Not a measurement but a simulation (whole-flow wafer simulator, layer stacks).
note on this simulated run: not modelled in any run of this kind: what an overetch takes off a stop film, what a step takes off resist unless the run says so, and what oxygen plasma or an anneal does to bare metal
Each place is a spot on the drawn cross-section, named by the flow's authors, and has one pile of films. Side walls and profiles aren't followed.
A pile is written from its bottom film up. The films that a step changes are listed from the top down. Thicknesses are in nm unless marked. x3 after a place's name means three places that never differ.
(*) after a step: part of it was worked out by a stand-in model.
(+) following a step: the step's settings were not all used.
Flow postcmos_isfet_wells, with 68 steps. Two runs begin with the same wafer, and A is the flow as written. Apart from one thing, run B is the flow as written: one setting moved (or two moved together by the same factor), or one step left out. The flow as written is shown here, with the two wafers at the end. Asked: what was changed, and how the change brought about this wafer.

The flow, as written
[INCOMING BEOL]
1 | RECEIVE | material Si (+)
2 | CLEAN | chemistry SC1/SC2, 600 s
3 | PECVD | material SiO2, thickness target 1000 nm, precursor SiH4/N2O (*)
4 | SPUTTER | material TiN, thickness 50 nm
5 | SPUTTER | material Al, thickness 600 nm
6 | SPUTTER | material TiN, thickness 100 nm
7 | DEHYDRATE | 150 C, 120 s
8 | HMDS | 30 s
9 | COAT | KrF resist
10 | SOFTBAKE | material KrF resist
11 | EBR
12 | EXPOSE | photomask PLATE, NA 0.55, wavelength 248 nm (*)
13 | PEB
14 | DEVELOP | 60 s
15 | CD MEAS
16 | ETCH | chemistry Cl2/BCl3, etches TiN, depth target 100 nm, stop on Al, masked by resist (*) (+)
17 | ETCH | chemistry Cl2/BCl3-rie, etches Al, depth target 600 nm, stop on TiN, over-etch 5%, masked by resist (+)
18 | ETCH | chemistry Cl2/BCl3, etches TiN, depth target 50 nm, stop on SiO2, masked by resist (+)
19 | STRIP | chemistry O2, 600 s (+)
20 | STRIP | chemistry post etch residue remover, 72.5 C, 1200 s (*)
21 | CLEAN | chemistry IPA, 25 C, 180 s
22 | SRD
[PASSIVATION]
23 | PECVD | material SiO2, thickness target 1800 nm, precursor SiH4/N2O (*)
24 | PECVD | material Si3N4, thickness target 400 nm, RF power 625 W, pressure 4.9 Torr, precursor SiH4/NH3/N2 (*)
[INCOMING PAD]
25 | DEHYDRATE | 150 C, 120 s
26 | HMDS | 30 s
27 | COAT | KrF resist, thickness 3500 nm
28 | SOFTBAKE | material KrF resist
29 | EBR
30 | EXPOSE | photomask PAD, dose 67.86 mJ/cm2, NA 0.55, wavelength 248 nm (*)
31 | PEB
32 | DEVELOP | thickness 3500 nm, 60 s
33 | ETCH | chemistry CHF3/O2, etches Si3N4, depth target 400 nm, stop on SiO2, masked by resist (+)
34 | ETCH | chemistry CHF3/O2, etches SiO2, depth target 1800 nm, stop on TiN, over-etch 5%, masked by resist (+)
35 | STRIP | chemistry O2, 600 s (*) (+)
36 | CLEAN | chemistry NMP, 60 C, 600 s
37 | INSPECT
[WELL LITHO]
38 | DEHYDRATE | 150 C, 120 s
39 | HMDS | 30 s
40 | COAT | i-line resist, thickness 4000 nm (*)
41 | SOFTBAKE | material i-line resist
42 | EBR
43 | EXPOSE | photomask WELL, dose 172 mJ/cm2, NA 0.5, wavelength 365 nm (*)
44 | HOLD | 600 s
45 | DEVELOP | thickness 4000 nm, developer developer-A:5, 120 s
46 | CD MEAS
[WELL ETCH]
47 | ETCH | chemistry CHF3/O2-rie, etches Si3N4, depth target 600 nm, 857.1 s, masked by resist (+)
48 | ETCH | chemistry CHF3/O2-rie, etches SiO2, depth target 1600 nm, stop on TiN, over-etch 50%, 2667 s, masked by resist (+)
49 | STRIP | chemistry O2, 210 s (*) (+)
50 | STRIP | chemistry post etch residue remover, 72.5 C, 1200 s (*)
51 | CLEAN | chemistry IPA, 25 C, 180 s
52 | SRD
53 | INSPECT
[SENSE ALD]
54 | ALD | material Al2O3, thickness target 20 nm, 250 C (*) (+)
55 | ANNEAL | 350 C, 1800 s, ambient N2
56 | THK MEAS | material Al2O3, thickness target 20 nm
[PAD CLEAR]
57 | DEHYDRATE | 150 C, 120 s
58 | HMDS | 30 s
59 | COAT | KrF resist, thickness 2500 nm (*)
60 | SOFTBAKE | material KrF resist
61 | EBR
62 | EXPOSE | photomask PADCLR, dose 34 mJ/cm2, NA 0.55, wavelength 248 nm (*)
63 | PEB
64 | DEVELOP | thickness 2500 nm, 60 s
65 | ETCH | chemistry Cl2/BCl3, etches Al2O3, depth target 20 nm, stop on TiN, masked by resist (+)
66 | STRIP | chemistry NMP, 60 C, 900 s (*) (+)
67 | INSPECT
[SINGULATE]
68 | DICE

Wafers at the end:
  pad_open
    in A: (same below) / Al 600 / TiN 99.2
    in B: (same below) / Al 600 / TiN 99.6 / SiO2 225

Cause: step 34, ETCH: depth target 1575 nm was run, though the flow has depth target 1800 nm.

The path from the change to this, step by step:
  34 | ETCH | chemistry CHF3/O2, etches SiO2, depth target 1800 nm, stop on TiN, over-etch 5%, masked by resist (+)
      pad_open: A -1800 SiO2 (all of it) | B -1575 SiO2
      field, margin, well900, well1300 x3, pad_rim, pad_clr: A -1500 KrF resist | B -1312.5 KrF resist
  35 | STRIP | chemistry O2, 600 s (*) (+)
      field, margin, well900, well1300 x3, pad_rim, pad_clr: A -1613.3 KrF resist (all of it) | B -1800.8 KrF resist (all of it)
  40 | COAT | i-line resist, thickness 4000 nm (*)
      pad_clr: A +3256.8 i-line resist (new film) | B +3327.2 i-line resist (new film)
  41 | SOFTBAKE | material i-line resist
      pad_clr: A -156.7 i-line resist | B -134.4 i-line resist
      pad_open: A +115.3 i-line resist | B +105.3 i-line resist
  49 | STRIP | chemistry O2, 210 s (*) (+)
      pad_clr: A -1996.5 i-line resist (all of it) | B -2089.2 i-line resist (all of it)
      pad_open: A -3816.3 i-line resist (all of it) | B -3725.5 i-line resist (all of it)
  59 | COAT | KrF resist, thickness 2500 nm (*)
      pad_rim: A +1976.4 KrF resist (new film) | B +2027.6 KrF resist (new film)
      pad_clr: A +1691.6 KrF resist (new film) | B +1767.3 KrF resist (new film)
  63 | PEB
      pad_clr: A -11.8 KrF resist | B -12.4 KrF resist
  64 | DEVELOP | thickness 2500 nm, 60 s
      pad_clr: A -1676 KrF resist (all of it) | B -1751.5 KrF resist (all of it)
  66 | STRIP | chemistry NMP, 60 C, 900 s (*) (+)
      pad_rim: A -1923.7 KrF resist (all of it) | B -1974.4 KrF resist (all of it)
